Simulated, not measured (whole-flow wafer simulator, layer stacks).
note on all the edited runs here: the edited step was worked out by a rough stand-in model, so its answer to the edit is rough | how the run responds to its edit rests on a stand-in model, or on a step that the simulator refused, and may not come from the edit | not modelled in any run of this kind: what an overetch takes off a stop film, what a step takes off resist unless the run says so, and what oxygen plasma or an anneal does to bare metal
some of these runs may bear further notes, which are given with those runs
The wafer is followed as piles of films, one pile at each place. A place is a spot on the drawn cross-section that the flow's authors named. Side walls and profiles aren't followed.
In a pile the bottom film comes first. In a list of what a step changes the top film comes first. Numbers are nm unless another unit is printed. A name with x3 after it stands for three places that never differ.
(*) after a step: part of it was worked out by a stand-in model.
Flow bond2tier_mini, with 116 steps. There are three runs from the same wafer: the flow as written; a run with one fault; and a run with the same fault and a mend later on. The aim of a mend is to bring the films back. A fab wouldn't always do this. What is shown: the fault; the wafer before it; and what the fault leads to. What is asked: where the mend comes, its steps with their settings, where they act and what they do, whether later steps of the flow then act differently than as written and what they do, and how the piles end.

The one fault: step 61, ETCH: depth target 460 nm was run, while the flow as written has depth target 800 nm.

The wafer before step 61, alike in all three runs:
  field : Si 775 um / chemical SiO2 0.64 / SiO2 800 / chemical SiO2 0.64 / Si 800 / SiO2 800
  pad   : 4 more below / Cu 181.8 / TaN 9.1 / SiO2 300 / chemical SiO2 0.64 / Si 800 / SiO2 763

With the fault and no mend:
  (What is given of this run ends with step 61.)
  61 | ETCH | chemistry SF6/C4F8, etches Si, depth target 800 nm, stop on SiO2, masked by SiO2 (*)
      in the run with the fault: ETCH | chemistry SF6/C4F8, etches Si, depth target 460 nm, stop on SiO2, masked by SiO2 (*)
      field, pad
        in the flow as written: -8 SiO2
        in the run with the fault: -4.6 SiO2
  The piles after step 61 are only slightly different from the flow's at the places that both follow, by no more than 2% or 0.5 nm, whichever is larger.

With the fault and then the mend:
  After step 61 comes the mend.
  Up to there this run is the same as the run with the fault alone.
  61a | ETCH | chemistry SF6/C4F8, etches Si, depth target 340 nm, stop on SiO2, masked by SiO2 (*) (the flow's step 61 again, with other settings)
      field, pad
        -3.4 SiO2
  Later steps of the flow that are run all act as written at every place that is followed.
  By the end, the piles equal the flow's at every place that both follow.
